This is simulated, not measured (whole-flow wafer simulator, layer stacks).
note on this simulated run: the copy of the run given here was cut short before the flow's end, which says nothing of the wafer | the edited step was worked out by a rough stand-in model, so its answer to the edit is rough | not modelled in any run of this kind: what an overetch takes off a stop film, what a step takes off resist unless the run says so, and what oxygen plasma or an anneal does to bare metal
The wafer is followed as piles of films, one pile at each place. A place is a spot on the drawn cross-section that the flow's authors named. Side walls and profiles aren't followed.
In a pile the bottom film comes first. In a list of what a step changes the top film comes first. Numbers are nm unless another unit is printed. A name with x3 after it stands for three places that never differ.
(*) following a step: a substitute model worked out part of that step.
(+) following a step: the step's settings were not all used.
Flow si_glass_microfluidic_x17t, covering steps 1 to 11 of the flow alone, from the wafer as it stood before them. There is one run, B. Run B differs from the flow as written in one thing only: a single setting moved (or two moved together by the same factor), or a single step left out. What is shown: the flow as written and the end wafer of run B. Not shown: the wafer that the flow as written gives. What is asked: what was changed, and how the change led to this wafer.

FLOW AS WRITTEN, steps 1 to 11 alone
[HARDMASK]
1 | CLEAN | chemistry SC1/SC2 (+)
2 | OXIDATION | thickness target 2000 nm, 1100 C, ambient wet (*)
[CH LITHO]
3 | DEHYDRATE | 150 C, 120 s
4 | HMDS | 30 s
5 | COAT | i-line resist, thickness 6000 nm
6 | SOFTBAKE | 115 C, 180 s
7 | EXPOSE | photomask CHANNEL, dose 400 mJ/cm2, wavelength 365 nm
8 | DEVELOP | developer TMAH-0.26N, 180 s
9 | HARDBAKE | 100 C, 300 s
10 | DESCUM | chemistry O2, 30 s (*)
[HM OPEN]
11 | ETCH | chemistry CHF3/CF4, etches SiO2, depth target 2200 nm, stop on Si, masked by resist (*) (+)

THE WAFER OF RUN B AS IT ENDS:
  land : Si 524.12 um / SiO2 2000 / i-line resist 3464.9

What caused this: step 11, ETCH: depth target 3190 nm was run, while the flow as written has depth target 2200 nm.

How this came from the change, step by step:
  11 | ETCH | chemistry CHF3/CF4, etches SiO2, depth target 2200 nm, stop on Si, masked by resist (*) (+)
      land: i-line resist loses 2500 (in the flow as written it would be: i-line resist loses 1833.3)
